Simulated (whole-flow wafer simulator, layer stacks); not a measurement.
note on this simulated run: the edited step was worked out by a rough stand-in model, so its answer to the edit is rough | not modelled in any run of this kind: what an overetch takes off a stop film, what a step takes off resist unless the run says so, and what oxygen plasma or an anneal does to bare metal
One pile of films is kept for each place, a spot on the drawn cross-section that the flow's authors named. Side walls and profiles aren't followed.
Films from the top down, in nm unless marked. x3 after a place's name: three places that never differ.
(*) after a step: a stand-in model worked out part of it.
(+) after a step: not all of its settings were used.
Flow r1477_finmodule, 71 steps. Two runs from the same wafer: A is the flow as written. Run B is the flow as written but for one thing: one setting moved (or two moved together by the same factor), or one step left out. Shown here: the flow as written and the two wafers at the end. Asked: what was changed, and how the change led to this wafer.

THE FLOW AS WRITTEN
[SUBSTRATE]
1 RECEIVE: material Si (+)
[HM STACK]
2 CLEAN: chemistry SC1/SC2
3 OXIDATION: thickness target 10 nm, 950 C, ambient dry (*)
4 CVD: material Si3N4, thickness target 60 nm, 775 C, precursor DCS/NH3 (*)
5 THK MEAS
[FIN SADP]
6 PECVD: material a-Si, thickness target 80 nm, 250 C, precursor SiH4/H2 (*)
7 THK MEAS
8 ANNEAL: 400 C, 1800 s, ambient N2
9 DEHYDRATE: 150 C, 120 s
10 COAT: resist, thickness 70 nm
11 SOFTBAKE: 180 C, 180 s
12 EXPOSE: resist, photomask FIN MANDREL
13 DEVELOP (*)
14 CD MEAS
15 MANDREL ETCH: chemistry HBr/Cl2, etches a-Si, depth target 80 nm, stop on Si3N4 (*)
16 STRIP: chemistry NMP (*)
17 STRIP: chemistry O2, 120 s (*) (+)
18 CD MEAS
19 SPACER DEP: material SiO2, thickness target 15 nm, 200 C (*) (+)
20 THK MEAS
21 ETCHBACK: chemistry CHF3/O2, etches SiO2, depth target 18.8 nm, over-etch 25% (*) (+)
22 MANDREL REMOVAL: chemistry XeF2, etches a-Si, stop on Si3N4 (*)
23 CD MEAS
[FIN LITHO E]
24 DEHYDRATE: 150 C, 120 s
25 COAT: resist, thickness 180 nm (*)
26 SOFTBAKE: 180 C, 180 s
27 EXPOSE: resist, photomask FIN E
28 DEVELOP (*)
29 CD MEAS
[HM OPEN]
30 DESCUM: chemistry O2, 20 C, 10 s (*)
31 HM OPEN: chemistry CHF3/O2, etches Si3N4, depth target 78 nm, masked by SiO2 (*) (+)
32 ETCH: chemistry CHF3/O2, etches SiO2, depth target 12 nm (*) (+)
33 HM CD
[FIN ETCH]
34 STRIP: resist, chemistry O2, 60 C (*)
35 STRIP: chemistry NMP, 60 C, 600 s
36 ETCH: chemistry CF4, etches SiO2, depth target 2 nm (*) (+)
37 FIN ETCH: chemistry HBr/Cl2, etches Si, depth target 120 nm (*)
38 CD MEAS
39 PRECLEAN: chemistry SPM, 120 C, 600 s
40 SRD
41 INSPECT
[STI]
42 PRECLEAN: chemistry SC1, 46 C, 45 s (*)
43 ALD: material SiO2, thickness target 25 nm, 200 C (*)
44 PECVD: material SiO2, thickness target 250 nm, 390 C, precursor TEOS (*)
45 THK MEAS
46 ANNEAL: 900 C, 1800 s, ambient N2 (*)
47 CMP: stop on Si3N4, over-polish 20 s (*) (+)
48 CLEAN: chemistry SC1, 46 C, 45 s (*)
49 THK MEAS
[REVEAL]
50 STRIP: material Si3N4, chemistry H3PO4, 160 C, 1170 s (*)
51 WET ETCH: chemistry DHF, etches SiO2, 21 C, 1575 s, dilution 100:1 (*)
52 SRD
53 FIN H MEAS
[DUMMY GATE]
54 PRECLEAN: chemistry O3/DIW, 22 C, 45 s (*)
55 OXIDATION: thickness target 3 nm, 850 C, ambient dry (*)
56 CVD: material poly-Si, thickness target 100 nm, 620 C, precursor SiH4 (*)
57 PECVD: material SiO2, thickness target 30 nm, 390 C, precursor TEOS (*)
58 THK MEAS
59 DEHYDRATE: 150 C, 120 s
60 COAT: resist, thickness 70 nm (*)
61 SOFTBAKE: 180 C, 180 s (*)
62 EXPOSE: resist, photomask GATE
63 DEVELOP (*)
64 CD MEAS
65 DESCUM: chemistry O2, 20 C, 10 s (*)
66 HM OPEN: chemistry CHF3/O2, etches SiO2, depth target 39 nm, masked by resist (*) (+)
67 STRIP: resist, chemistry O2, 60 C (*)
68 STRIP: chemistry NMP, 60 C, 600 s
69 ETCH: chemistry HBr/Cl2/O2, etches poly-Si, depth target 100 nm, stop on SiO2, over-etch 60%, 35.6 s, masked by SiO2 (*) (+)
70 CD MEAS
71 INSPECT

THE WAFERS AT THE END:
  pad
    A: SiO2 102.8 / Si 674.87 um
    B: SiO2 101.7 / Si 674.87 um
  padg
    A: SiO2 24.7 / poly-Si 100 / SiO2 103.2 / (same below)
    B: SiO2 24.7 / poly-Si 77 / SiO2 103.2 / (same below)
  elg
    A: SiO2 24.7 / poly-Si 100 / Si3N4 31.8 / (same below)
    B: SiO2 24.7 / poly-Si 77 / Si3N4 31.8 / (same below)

The cause: step 56, CVD: thickness target 77 nm was run, where the flow has thickness target 100 nm.
It can be read off the wafer: padg has poly-Si 77, and step 56 as written asks for 100 nm.

How the change led to this, step by step:
  56 CVD: material poly-Si, thickness target 100 nm, 620 C, precursor SiH4 (*)
      pad, padg, elg and 26 more: A poly-Si +100 (new film) | B poly-Si +77 (new film)
      s40cg, s40co: A poly-Si +113.9 (new film) | B poly-Si +90.3 (new film)
      (and at 5 more places)
  67 STRIP: resist, chemistry O2, 60 C (*)
      s45cg: A resist -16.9 (all of it) | B resist -17.6 (all of it)
      s50cg: A resist -17.4 (all of it) | B resist -18.2 (all of it)
  69 ETCH: chemistry HBr/Cl2/O2, etches poly-Si, depth target 100 nm, stop on SiO2, over-etch 60%, 35.6 s, masked by SiO2 (*) (+)
      pad, eso, e40so and 8 more: A chemical SiO2 -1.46 (all of it), poly-Si -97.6 (all of it), SiO2 -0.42 | B chemical SiO2 -1.46 (all of it), poly-Si -74.6 (all of it), SiO2 -1.57
      elo, e40lo, e100lo, e200lo: A chemical SiO2 -1.46 (all of it), poly-Si -97.6 (all of it), Si3N4 -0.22 | B chemical SiO2 -1.46 (all of it), poly-Si -74.6 (all of it), Si3N4 -2.31
      (and at 3 more places)
